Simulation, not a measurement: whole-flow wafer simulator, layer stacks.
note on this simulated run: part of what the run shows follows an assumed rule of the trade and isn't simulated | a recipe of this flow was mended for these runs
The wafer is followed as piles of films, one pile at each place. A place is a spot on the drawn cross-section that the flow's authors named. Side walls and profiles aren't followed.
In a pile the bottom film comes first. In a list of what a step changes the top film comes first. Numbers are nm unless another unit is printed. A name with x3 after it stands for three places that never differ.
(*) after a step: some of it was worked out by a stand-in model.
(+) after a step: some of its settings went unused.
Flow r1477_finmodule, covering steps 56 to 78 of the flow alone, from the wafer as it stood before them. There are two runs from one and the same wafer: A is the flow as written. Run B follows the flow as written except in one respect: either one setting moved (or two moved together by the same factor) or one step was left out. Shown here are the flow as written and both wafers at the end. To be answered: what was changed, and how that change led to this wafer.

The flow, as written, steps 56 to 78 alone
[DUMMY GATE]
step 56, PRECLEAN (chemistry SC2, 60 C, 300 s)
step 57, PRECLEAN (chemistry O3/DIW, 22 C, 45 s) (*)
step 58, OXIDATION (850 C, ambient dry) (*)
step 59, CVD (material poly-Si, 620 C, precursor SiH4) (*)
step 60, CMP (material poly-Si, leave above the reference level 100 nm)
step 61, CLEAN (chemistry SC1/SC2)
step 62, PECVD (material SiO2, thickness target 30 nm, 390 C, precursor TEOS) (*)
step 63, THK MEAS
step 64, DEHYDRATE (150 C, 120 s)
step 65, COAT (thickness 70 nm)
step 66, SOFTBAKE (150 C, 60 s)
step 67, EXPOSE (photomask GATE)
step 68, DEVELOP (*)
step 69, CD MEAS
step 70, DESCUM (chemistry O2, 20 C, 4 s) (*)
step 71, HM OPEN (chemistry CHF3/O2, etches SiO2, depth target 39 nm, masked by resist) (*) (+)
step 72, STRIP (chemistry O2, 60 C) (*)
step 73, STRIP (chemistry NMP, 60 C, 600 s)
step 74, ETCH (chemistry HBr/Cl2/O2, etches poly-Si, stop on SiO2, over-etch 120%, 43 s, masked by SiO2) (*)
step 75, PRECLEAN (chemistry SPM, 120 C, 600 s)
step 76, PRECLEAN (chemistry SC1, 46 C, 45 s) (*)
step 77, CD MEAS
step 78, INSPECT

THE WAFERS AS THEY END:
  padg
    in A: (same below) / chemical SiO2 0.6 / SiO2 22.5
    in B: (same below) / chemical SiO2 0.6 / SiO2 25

What caused this: step 62, PECVD: thickness target 32.5 nm was run, though the flow has thickness target 30 nm.

The path from the change to this, step by step:
  step 62, PECVD (material SiO2, thickness target 30 nm, 390 C, precursor TEOS) (*)
      pad, padg, elg x7 and 27 more: A SiO2 gains 30 (new film) | B SiO2 gains 32.5 (new film)
  step 71, HM OPEN (chemistry CHF3/O2, etches SiO2, depth target 39 nm, masked by resist) (*) (+)
      pad, elo x7, eso x6, e200so, s40co x3: A SiO2 loses 30 (all of it), chemical SiO2 loses 0.6 (all of it), poly-Si loses 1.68 | B SiO2 loses 32.5 (all of it), chemical SiO2 loses 0.6 (all of it), poly-Si loses 1.18
